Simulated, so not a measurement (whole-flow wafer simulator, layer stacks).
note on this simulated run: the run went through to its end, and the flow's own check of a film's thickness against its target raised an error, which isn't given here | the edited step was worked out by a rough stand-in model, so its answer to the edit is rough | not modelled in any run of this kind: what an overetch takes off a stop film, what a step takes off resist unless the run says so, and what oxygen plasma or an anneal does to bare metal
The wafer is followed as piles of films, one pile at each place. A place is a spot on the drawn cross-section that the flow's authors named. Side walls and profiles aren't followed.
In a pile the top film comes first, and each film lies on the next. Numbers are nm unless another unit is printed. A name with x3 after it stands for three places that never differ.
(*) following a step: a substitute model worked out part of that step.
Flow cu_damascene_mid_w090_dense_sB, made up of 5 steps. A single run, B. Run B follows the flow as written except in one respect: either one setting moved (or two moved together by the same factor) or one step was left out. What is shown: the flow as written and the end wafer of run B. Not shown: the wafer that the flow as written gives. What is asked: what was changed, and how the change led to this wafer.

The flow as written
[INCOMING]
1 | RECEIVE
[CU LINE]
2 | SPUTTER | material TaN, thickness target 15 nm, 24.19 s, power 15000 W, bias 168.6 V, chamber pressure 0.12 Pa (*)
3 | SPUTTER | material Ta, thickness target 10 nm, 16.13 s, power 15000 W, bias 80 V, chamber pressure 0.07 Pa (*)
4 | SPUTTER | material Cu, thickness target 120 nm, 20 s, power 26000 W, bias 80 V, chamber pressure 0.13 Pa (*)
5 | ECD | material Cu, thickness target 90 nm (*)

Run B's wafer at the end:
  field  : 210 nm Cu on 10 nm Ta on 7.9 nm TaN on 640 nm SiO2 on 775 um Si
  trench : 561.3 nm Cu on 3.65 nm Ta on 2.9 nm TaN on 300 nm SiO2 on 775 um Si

Cause: step 2, SPUTTER: thickness target 7.9 nm was run, though the flow has thickness target 15 nm; step 2, SPUTTER: 12.7 s was run, where the flow has 24.19 s.
One can read it off the wafer: field has TaN 7.9, and step 2 as written asks for 15 nm.

How this came from the change, step by step:
  2 | SPUTTER | material TaN, thickness target 15 nm, 24.19 s, power 15000 W, bias 168.6 V, chamber pressure 0.12 Pa (*)
      field: +7.9 TaN (new film) (as written it would have been: +15 TaN (new film))
      trench: +2.9 TaN (new film) (as written it would have been: +5.51 TaN (new film))
  4 | SPUTTER | material Cu, thickness target 120 nm, 20 s, power 26000 W, bias 80 V, chamber pressure 0.13 Pa (*)
      trench: +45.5 Cu (new film) (as written it would have been: +44.3 Cu (new film))
